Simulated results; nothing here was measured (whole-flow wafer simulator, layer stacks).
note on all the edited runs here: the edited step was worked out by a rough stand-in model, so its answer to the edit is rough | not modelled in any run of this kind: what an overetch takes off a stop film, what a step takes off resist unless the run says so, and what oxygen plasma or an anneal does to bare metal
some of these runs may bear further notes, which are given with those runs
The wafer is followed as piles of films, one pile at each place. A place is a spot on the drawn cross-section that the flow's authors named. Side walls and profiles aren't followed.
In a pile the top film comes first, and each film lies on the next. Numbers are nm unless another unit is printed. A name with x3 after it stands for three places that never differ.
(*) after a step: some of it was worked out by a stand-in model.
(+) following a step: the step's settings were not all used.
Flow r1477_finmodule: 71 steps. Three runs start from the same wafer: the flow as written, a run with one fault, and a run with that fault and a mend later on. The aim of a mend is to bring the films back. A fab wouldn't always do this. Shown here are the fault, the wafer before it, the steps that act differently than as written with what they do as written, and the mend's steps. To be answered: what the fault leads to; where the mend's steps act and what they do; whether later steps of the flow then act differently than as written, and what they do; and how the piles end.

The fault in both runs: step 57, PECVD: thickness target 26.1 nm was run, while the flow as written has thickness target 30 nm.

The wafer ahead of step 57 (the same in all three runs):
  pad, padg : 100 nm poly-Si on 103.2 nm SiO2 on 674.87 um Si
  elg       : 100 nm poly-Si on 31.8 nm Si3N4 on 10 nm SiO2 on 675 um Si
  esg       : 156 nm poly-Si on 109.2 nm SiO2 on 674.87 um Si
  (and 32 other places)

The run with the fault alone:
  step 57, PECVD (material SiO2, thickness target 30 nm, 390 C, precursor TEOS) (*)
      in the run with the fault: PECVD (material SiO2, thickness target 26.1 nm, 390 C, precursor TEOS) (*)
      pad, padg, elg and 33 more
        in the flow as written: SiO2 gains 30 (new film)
        in the run with the fault: SiO2 gains 26.1 (new film)
  Later steps of the flow acting differently than as written (not shown: 1 more step that differs only slightly, by at most 2% or 0.5 nm, whichever is larger):
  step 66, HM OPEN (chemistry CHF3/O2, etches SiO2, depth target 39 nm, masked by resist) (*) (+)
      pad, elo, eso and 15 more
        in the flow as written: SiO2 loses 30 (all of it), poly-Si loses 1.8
        in the run with the fault: SiO2 loses 26.1 (all of it), poly-Si loses 2.58
  At padg, elg, esg and 15 more, the piles at the end differ from the flow's by more than 2% or 0.5 nm, whichever is larger.
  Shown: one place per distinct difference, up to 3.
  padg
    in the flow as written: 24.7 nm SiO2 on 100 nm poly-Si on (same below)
    in the run with the fault: 20.8 nm SiO2 on 100 nm poly-Si on (same below)
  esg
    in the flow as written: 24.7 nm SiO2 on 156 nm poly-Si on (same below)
    in the run with the fault: 20.8 nm SiO2 on 156 nm poly-Si on (same below)
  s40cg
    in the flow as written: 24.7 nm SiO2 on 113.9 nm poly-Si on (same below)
    in the run with the fault: 20.8 nm SiO2 on 113.9 nm poly-Si on (same below)

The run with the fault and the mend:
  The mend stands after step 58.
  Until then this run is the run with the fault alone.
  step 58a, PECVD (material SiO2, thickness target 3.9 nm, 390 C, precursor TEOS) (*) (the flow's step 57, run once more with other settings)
      pad, padg, elg and 33 more
        SiO2 gains 3.9
  Later steps of the flow that are run all act as written at every place that is followed.
  The piles end the same as the flow's at every place that both follow.
